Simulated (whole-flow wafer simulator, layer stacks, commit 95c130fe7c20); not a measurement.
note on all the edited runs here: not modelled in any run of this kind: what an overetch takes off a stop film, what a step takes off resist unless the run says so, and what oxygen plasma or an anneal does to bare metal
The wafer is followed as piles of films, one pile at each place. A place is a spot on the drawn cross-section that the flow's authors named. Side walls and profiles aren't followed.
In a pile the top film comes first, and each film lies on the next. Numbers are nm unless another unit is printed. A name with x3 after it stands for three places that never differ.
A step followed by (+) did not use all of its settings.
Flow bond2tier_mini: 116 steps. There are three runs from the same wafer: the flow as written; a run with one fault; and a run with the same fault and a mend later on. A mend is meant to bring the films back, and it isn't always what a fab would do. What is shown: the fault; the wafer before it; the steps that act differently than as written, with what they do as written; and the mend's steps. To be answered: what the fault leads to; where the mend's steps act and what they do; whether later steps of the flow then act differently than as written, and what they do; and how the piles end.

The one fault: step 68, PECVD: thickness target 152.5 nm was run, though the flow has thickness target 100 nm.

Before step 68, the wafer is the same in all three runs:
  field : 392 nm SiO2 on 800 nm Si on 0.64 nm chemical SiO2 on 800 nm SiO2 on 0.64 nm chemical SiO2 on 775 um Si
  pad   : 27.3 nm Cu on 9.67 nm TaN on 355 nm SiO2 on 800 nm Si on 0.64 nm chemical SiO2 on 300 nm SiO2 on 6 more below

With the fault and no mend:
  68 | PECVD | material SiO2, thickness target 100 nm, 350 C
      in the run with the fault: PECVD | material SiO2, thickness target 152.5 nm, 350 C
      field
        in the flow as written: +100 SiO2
        in the run with the fault: +152.5 SiO2
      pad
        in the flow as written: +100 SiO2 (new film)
        in the run with the fault: +152.5 SiO2 (new film)
  Steps later in the flow that act otherwise than as written:
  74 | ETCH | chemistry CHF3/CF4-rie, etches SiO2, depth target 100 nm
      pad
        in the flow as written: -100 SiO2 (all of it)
        in the run with the fault: -100 SiO2
  At field, pad, the piles at the end differ from the flow's by more than 2% or 0.5 nm, whichever is larger.
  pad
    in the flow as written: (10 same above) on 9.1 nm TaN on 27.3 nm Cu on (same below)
    in the run with the fault: (10 same above) on 9.1 nm TaN on 52.5 nm SiO2 on 27.3 nm Cu on (same below)
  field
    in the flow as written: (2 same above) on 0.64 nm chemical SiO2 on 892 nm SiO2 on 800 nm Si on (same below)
    in the run with the fault: (2 same above) on 0.64 nm chemical SiO2 on 944.5 nm SiO2 on 800 nm Si on (same below)

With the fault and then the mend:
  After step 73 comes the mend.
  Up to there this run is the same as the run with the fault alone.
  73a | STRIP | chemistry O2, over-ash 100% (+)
      field
        -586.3 KrF resist (all of it)
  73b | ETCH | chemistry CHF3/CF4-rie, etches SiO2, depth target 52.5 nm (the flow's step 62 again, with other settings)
      field, pad
        -52.5 SiO2
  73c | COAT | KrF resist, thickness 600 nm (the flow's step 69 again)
      field, pad
        +600 KrF resist (new film)
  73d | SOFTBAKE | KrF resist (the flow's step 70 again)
      alters no film at any place that is followed
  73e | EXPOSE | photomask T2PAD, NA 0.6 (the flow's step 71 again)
      alters no film at any place that is followed
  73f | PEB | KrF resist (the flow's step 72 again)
      alters no film at any place that is followed
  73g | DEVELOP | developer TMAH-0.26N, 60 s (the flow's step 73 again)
      field
        -13.7 KrF resist
      pad
        -600 KrF resist (all of it)
  None of the later steps of the flow acts differently than as written at any place that is followed.
  By the end, the piles equal the flow's at every place that both follow.
